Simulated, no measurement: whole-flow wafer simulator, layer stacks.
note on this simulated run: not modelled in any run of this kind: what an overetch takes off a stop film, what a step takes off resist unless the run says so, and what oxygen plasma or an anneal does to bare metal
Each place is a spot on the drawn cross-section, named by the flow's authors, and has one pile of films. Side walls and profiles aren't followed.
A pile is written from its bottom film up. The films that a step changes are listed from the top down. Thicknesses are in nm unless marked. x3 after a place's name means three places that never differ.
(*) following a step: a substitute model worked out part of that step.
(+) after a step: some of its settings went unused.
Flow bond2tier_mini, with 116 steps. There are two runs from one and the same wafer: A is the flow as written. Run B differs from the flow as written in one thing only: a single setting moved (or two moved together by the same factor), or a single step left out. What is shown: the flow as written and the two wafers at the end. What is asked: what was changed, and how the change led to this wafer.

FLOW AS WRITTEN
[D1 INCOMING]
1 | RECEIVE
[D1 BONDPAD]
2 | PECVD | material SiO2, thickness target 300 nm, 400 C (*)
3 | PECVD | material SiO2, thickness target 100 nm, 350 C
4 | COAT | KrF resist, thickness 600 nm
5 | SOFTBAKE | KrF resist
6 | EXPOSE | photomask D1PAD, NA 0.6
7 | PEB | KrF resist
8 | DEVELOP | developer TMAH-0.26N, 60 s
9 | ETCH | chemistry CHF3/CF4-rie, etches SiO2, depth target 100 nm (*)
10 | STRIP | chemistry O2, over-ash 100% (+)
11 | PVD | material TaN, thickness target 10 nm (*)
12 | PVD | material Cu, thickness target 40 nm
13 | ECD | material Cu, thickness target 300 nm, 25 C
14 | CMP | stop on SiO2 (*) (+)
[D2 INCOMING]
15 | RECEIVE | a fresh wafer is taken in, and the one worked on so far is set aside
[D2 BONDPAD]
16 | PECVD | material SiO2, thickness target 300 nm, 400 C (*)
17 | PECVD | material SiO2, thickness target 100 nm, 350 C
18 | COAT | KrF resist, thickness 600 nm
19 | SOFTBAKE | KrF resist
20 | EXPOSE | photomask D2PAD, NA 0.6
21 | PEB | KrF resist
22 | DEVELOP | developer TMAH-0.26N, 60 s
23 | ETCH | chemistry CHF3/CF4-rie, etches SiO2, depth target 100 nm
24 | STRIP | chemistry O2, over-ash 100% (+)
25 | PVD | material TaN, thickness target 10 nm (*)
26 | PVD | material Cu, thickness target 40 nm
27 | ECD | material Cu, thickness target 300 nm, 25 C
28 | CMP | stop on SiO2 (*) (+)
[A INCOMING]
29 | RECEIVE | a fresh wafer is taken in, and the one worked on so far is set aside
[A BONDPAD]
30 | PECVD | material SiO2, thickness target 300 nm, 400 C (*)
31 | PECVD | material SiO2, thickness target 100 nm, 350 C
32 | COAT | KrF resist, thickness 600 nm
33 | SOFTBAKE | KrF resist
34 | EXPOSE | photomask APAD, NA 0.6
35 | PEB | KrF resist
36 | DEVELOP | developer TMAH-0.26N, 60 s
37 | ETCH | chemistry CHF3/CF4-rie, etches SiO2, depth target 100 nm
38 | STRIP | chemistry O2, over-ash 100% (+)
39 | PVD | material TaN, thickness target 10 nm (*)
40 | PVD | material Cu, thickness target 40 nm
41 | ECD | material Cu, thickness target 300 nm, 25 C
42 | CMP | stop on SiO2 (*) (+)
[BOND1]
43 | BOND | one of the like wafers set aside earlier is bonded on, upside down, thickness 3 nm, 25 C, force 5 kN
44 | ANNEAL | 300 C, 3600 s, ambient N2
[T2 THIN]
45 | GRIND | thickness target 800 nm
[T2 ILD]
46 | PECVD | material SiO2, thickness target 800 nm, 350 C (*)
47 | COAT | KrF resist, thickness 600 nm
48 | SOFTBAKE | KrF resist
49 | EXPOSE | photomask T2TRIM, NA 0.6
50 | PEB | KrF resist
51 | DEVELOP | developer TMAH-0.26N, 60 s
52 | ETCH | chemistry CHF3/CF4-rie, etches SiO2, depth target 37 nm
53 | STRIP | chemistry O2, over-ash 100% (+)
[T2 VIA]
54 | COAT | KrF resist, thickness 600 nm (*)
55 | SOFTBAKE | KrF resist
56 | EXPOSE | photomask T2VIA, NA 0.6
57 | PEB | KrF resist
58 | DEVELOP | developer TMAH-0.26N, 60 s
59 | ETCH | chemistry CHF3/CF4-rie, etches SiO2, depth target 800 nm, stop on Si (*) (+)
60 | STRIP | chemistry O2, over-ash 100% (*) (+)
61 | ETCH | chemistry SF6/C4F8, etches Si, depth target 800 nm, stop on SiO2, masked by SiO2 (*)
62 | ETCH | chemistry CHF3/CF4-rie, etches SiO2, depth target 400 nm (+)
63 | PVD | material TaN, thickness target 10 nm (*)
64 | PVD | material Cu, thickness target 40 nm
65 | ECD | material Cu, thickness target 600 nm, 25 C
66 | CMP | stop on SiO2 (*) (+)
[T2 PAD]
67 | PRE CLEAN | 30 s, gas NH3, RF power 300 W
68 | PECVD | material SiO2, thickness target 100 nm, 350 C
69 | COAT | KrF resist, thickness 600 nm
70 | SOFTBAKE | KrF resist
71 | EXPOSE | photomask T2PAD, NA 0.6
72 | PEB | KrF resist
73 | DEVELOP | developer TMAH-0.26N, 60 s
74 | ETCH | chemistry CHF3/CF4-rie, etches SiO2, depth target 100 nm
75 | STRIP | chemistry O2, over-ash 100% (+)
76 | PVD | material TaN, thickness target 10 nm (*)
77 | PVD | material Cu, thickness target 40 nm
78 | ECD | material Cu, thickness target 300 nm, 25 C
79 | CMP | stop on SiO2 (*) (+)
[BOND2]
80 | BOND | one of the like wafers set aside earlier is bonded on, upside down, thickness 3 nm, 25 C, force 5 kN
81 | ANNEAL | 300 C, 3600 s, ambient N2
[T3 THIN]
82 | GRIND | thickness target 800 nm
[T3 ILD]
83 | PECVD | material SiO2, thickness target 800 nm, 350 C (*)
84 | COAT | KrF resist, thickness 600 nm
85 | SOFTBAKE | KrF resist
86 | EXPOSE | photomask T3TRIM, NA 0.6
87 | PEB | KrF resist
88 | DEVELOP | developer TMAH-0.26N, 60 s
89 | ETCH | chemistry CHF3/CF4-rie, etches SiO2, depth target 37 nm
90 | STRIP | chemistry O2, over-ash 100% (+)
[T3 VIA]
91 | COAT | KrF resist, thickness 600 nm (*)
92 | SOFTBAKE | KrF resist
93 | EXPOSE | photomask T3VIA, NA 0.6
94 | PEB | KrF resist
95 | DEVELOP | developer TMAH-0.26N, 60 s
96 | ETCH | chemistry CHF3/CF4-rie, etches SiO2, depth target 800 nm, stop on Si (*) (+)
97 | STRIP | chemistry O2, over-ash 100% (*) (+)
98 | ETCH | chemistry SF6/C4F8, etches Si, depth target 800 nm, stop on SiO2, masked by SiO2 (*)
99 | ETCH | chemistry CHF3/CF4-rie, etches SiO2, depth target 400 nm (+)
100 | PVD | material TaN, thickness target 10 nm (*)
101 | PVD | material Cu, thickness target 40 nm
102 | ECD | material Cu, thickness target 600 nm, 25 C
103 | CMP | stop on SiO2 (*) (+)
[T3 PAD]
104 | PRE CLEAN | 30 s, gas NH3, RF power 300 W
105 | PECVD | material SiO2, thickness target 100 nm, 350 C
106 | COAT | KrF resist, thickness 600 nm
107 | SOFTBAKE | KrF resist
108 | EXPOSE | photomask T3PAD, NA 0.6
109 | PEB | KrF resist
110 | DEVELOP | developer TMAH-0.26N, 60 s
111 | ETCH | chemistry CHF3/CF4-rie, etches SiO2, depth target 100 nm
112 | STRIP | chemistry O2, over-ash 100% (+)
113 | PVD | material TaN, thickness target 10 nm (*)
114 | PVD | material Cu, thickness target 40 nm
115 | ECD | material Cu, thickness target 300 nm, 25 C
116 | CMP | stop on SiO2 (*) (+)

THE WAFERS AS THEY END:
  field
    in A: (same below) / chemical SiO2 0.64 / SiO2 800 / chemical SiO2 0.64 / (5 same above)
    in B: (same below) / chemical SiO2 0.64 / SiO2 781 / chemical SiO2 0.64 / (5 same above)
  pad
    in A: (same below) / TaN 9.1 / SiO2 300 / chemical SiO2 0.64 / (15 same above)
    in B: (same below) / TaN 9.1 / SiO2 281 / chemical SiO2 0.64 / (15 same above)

What caused this: step 3, PECVD: thickness target 81 nm was run, though the flow has thickness target 100 nm.

The path from the change to this, step by step:
  3 | PECVD | material SiO2, thickness target 100 nm, 350 C
      field, pad, via: A +100 SiO2 | B +81 SiO2
  43 | BOND | one of the like wafers set aside earlier is bonded on, upside down, thickness 3 nm, 25 C, force 5 kN
      field: A +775 um Si (new film), +0.64 chemical SiO2 (new film), +400 SiO2 | B +775 um Si (new film), +0.64 chemical SiO2 (new film), +381 SiO2
      pad: A +775 um Si (new film), +0.64 chemical SiO2 (new film), +300 SiO2 (new film), +9.1 TaN (new film), +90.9 Cu | B +775 um Si (new film), +0.64 chemical SiO2 (new film), +281 SiO2 (new film), +9.1 TaN (new film), +90.9 Cu
      (as well as at 1 more place)
